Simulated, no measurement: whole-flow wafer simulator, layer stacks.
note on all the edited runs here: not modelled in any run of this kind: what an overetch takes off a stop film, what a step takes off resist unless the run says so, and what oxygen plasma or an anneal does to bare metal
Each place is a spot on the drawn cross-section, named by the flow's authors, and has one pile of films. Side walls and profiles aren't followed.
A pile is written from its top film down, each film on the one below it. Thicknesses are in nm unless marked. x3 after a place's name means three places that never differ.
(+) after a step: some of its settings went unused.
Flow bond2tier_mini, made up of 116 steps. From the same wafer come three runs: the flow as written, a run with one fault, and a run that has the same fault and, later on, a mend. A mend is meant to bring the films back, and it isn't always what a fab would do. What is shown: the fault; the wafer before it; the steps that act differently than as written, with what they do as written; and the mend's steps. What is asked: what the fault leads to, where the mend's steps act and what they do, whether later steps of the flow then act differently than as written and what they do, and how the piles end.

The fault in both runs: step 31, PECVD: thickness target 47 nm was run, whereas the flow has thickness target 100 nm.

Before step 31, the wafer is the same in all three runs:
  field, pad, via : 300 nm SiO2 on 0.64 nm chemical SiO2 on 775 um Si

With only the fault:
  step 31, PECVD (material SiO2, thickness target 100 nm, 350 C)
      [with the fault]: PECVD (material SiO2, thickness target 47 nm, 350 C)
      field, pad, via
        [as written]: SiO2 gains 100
        [with the fault]: SiO2 gains 47
  Later steps of the flow that are run all act as written at every place that is followed.
  At field, pad, the piles at the end differ from the flow's by more than 2% or 0.5 nm, whichever is larger.
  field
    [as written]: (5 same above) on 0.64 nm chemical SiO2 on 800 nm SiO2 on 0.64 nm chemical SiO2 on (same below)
    [with the fault]: (5 same above) on 0.64 nm chemical SiO2 on 747 nm SiO2 on 0.64 nm chemical SiO2 on (same below)
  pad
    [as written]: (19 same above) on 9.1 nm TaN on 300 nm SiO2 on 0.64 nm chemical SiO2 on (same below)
    [with the fault]: (19 same above) on 9.1 nm TaN on 247 nm SiO2 on 0.64 nm chemical SiO2 on (same below)

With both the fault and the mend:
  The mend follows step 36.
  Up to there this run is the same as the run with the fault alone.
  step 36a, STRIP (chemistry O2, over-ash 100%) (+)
      field
        KrF resist loses 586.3 (all of it)
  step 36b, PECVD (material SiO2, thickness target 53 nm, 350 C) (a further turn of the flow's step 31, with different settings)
      field, pad, via
        SiO2 gains 53
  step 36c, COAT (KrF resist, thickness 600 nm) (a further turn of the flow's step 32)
      field, pad, via
        KrF resist gains 600 (new film)
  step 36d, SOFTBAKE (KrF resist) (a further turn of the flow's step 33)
      does not change any film at any place that is followed
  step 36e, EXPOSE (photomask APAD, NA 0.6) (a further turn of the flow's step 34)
      does not change any film at any place that is followed
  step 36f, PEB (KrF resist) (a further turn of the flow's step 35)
      does not change any film at any place that is followed
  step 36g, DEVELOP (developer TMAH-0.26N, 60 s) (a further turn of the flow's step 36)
      pad, via
        KrF resist loses 600 (all of it)
      field
        KrF resist loses 13.7
  Later steps of the flow that are run all act as written at every place that is followed.
  At every place that both follow, the piles at the end match the flow's.
